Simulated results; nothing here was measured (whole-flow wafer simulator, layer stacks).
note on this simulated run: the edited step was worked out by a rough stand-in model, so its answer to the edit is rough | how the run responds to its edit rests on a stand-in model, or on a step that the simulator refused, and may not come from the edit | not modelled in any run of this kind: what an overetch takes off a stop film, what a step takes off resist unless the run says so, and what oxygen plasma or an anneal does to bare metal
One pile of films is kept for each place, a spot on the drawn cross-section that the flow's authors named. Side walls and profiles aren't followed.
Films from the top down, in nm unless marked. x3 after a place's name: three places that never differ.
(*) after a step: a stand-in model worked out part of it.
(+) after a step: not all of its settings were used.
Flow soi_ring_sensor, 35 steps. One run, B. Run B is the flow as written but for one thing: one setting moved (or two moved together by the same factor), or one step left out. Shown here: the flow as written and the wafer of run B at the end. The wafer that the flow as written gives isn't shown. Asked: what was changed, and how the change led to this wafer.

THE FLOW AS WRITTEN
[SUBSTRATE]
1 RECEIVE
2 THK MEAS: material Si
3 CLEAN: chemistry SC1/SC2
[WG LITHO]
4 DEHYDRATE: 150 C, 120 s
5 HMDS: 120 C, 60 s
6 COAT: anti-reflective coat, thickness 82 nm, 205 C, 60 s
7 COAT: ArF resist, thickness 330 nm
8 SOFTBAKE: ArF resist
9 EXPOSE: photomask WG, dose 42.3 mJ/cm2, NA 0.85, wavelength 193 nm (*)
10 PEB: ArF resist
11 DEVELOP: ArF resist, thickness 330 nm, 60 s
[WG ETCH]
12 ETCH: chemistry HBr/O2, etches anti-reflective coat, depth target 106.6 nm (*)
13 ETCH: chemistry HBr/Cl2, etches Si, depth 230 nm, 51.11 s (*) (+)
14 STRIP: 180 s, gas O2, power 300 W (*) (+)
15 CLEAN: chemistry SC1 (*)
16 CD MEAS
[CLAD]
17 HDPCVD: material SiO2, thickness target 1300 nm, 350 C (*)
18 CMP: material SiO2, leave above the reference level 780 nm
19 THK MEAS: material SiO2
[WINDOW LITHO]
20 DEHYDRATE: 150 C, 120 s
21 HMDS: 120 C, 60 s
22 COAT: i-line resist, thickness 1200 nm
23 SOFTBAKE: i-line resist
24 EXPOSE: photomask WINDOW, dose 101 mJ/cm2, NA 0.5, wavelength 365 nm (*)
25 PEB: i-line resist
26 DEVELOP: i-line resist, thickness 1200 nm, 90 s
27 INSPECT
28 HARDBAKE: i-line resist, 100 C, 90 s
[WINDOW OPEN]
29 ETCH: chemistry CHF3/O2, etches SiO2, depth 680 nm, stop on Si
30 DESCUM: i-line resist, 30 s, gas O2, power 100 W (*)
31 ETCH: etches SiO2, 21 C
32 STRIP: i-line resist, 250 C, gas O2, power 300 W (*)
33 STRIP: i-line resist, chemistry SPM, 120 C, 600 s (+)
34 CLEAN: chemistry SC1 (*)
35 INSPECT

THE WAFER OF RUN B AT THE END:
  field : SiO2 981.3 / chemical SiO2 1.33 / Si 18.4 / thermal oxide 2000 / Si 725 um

The cause: step 13, ETCH: depth 201 nm was run, where the flow has depth 230 nm; step 13, ETCH: 44.72 s was run, where the flow has 51.11 s.

How the change led to this, step by step:
  13 ETCH: chemistry HBr/Cl2, etches Si, depth 230 nm, 51.11 s (*) (+)
      gap, window, field, gap_clad: Si -201 (as written it would be: Si -220 (all of it), thermal oxide -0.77)
      core, core_clad: ArF resist -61 (as written it would be: ArF resist -69.7)
  14 STRIP: 180 s, gas O2, power 300 W (*) (+)
      gap, window, field, gap_clad: chemical SiO2 +1.33 (new film), Si -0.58 (as written it would be: nothing)
      core, core_clad: ArF resist -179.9 (all of it), anti-reflective coat -82 (all of it), chemical SiO2 +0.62, Si -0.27 (as written it would be: ArF resist -171.2 (all of it), anti-reflective coat -82 (all of it), chemical SiO2 +0.63, Si -0.28)
  18 CMP: material SiO2, leave above the reference level 780 nm
      gap, window, field, gap_clad: SiO2 -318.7 (as written it would be: SiO2 -298.2)
